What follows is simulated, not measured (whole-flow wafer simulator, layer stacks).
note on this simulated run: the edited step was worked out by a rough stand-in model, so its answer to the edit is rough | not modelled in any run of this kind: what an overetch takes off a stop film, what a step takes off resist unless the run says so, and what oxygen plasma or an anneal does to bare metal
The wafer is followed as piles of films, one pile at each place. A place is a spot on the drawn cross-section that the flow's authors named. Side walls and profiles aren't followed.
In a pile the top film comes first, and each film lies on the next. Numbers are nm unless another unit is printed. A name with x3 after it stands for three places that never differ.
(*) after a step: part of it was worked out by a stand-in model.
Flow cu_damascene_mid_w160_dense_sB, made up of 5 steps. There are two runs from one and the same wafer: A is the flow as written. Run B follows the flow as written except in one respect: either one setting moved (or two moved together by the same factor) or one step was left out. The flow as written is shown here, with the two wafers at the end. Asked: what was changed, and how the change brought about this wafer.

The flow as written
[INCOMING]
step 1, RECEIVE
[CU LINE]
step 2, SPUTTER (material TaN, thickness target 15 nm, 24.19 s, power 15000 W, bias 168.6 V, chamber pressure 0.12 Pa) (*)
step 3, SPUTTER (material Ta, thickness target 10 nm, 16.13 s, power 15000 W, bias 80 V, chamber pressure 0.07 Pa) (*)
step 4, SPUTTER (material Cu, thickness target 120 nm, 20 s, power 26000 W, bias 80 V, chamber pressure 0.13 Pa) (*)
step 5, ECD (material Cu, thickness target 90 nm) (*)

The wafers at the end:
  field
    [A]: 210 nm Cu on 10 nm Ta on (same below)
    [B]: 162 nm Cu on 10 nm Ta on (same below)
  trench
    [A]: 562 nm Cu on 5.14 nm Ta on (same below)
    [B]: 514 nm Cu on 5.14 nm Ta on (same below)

The reason: step 4, SPUTTER: thickness target 72 nm was run, while the flow as written has thickness target 120 nm; step 4, SPUTTER: 12 s was run, where the flow has 20 s.

How this came from the change, step by step:
  step 4, SPUTTER (material Cu, thickness target 120 nm, 20 s, power 26000 W, bias 80 V, chamber pressure 0.13 Pa) (*)
      field: A +120 Cu (new film) | B +72 Cu (new film)
      trench: A +62 Cu (new film) | B +37.2 Cu (new film)
  step 5, ECD (material Cu, thickness target 90 nm) (*)
      trench: A +500 Cu | B +476.8 Cu
